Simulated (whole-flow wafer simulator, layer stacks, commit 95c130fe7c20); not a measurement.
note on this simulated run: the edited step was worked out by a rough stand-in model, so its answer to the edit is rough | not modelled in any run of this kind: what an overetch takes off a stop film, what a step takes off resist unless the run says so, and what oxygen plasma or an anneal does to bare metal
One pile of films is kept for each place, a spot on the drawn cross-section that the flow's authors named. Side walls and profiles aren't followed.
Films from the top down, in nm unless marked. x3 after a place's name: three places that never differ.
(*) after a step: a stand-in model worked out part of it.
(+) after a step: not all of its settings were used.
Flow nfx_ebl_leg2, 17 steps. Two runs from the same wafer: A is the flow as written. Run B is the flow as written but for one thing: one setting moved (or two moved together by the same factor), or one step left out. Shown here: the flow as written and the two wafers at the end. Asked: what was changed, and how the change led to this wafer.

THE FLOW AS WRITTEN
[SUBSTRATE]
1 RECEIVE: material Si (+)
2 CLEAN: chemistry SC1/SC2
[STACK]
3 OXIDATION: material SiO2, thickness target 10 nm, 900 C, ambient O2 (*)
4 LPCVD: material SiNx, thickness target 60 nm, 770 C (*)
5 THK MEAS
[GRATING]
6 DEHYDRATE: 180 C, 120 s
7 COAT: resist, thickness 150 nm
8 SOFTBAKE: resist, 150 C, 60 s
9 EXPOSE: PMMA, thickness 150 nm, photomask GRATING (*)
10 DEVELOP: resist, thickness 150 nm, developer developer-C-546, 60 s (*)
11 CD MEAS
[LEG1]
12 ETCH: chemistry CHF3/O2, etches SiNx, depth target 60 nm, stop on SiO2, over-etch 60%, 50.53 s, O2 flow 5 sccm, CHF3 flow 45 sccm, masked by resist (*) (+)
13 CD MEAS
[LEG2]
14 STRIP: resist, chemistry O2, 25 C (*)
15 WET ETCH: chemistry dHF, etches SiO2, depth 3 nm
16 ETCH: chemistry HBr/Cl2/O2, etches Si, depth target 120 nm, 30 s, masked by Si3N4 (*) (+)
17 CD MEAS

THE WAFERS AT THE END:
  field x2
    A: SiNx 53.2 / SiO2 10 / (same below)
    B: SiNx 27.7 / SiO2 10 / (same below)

The cause: step 4, LPCVD: thickness target 34.5 nm was run, where the flow has thickness target 60 nm.

How the change led to this, step by step:
  4 LPCVD: material SiNx, thickness target 60 nm, 770 C (*)
      field x2, pad x2: A SiNx +60 (new film) | B SiNx +34.5 (new film)
  12 ETCH: chemistry CHF3/O2, etches SiNx, depth target 60 nm, stop on SiO2, over-etch 60%, 50.53 s, O2 flow 5 sccm, CHF3 flow 45 sccm, masked by resist (*) (+)
      pad x2: A SiNx -60 (all of it), SiO2 -10 (all of it) | B SiNx -34.5 (all of it), SiO2 -10 (all of it)
